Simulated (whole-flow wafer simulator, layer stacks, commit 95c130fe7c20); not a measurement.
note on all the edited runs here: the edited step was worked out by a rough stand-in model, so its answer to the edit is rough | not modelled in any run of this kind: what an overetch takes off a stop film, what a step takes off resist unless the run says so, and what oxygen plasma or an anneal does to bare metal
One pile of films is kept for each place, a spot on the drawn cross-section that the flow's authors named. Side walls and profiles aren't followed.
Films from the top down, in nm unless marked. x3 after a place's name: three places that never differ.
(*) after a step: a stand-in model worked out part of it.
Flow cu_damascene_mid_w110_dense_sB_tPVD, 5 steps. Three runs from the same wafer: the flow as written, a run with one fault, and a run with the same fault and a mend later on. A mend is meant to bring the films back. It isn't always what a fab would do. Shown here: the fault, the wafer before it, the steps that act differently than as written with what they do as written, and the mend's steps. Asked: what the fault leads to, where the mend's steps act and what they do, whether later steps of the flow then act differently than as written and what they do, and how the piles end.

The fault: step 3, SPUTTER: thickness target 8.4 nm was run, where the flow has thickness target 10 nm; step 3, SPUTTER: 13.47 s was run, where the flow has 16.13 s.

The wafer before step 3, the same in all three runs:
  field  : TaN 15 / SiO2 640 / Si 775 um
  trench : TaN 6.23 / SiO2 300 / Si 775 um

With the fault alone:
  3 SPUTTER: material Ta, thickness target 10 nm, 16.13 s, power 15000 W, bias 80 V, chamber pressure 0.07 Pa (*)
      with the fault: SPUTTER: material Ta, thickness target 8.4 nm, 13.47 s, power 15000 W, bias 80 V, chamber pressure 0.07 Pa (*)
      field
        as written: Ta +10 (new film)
        with the fault: Ta +8.4 (new film)
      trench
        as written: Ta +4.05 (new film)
        with the fault: Ta +3.4 (new film)
  No later step of the flow acts differently than as written, at any place that is followed, by more than 2% or 0.5 nm, whichever is larger.
  At the end the piles differ from the flow's by more than 2% or 0.5 nm, whichever is larger, at field, trench.
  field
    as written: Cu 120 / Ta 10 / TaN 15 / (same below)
    with the fault: Cu 120 / Ta 8.4 / TaN 15 / (same below)
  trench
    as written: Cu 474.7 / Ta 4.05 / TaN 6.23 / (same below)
    with the fault: Cu 473.8 / Ta 3.4 / TaN 6.23 / (same below)

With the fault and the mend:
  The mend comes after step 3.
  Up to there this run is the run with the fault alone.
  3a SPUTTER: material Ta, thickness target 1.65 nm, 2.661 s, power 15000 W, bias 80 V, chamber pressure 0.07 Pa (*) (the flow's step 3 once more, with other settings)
      field
        Ta +1.65
      trench
        Ta +0.65
  No later step of the flow acts differently than as written, at any place that is followed, by more than 2% or 0.5 nm, whichever is larger.
  At the end the piles differ from the flow's only slightly at the places that both follow, by at most 2% or 0.5 nm, whichever is larger.
